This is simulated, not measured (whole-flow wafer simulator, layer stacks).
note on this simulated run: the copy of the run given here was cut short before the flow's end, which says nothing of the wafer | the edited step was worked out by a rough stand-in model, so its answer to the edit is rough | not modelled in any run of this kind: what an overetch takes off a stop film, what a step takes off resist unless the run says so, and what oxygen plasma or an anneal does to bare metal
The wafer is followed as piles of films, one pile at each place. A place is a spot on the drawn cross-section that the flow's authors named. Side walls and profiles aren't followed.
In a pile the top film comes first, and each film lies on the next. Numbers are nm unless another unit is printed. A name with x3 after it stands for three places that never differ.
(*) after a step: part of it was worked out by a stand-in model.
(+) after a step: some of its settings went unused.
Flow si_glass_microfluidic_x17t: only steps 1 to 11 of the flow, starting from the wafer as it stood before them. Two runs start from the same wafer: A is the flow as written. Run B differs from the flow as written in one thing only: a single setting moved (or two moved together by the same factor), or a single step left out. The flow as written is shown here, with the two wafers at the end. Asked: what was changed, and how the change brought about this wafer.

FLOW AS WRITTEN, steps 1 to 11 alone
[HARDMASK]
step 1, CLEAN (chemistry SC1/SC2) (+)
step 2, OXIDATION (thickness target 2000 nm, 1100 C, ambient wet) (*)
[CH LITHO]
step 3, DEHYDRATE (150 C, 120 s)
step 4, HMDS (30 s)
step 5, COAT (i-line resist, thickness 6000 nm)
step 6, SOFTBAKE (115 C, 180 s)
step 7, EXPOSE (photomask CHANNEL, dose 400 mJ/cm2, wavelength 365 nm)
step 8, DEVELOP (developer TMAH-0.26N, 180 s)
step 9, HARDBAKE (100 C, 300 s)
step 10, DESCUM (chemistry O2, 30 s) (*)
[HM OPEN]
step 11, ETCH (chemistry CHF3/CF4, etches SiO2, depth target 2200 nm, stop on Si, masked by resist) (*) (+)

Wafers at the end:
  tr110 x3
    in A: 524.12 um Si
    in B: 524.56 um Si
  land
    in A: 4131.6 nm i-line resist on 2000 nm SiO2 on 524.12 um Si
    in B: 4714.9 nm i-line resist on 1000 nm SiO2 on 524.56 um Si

What caused this: step 2, OXIDATION: thickness target 1000 nm was run, while the flow as written has thickness target 2000 nm.
The wafer lets one read it off: land has SiO2 1000, and step 2 as written asks for 2000 nm.

How this came from the change, step by step:
  step 2, OXIDATION (thickness target 2000 nm, 1100 C, ambient wet) (*)
      land, tr110 x3: A +2000 SiO2 (new film), -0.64 chemical SiO2 (all of it), -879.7 Si | B +1000 SiO2 (new film), -0.64 chemical SiO2 (all of it), -439.7 Si
  step 11, ETCH (chemistry CHF3/CF4, etches SiO2, depth target 2200 nm, stop on Si, masked by resist) (*) (+)
      tr110 x3: A -2000 SiO2 (all of it) | B -1000 SiO2 (all of it)
      land: A -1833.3 i-line resist | B -1250 i-line resist
